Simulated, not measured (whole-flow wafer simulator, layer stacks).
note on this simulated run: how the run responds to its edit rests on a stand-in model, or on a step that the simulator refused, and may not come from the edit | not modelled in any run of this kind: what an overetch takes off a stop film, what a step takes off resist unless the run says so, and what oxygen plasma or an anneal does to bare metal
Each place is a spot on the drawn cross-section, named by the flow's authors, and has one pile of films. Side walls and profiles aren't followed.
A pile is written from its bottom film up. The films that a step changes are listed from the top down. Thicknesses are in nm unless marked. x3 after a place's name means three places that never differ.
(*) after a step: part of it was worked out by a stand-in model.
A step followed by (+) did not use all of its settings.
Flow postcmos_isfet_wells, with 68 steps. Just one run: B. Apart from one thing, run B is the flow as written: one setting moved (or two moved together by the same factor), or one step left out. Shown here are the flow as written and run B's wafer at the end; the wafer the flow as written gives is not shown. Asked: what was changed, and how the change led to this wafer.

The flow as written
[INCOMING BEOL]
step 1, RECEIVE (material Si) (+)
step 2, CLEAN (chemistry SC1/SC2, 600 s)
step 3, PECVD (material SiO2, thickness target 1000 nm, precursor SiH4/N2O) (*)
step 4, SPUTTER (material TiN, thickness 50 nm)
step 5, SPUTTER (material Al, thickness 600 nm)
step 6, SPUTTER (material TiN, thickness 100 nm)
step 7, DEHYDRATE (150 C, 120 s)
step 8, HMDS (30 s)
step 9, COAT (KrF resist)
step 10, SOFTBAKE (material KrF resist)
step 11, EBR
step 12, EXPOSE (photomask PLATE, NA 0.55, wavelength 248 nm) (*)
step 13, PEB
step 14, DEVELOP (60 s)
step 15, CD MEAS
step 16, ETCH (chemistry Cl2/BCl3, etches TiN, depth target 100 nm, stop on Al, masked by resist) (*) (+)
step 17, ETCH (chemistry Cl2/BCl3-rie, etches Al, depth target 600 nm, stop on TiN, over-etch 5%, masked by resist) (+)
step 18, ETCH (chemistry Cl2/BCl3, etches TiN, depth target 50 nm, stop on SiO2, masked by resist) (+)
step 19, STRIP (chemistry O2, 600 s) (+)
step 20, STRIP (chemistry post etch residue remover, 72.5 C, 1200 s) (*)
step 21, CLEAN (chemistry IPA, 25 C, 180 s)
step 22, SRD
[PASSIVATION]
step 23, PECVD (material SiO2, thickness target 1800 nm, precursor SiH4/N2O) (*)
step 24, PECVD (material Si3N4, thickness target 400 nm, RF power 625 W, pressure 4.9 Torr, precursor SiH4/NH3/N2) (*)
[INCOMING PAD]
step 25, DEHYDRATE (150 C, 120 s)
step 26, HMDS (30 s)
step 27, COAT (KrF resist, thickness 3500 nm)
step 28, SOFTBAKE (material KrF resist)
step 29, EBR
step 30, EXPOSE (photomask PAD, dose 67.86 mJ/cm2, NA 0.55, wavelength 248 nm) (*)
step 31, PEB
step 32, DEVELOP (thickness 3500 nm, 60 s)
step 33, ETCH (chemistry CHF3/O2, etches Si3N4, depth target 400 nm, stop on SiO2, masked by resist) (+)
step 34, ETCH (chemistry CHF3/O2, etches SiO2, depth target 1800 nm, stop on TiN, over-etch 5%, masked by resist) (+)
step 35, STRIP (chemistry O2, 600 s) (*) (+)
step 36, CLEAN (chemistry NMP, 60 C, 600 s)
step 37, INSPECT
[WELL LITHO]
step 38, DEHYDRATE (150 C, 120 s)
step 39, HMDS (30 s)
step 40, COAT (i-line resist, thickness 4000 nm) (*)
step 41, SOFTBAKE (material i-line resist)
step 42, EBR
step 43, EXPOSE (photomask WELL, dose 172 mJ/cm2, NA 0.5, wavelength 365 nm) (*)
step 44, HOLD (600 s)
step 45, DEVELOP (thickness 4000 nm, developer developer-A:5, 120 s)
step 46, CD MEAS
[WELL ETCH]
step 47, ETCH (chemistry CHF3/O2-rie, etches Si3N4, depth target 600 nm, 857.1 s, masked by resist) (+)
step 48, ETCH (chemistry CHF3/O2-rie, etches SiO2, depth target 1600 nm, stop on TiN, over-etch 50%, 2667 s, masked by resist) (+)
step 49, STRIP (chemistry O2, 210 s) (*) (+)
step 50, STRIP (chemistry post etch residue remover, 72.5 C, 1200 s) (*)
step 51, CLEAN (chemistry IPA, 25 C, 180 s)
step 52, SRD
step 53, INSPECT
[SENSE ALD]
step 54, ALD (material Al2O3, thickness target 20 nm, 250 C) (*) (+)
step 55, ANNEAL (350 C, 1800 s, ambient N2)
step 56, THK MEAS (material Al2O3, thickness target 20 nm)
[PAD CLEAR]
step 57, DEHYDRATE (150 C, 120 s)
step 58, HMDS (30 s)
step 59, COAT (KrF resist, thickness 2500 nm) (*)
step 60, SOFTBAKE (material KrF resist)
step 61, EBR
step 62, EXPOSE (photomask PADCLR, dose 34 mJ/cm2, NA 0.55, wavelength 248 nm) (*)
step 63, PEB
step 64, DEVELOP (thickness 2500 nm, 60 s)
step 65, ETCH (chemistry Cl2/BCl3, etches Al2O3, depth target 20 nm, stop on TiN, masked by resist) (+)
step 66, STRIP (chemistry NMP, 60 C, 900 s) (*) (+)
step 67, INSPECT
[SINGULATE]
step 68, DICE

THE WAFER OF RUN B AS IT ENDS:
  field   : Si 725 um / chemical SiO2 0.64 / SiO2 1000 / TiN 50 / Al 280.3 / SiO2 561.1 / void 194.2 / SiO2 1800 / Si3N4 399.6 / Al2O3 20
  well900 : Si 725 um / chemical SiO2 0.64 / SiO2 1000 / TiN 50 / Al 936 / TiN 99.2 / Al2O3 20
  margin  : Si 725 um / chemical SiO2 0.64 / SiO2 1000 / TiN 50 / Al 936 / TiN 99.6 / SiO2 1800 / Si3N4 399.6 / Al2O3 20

Cause: step 5, SPUTTER: thickness 936 nm was run, whereas the flow has thickness 600 nm.
The wafer lets one read it off: well900 has Al 936, and step 5 as written asks for 600 nm.

How this came from the change, step by step:
  step 5, SPUTTER (material Al, thickness 600 nm)
      field, margin, well900, well1300 x3, pad_rim, pad_clr, pad_open: Al gains 936 (new film) (it would be, as written: Al gains 600 (new film))
  step 17, ETCH (chemistry Cl2/BCl3-rie, etches Al, depth target 600 nm, stop on TiN, over-etch 5%, masked by resist) (+)
      field: Al loses 600 (it would be, as written: Al loses 600 (all of it))
  step 18, ETCH (chemistry Cl2/BCl3, etches TiN, depth target 50 nm, stop on SiO2, masked by resist) (+)
      field: Al loses 50 (it would be, as written: TiN loses 50 (all of it))
  step 20, STRIP (chemistry post etch residue remover, 72.5 C, 1200 s) (*)
      field: Al loses 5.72 (it would be, as written: nothing)
  step 23, PECVD (material SiO2, thickness target 1800 nm, precursor SiH4/N2O) (*)
      field: SiO2 gains 1800 (new film), void gains 194.2 (new film), SiO2 gains 561.1 (new film) (it would be, as written: SiO2 gains 1800 (new film), void gains 189.9 (new film), SiO2 gains 559.7)
With metal films that touch counted as one body, field has 1 body; the flow as written gives 0 bodies.
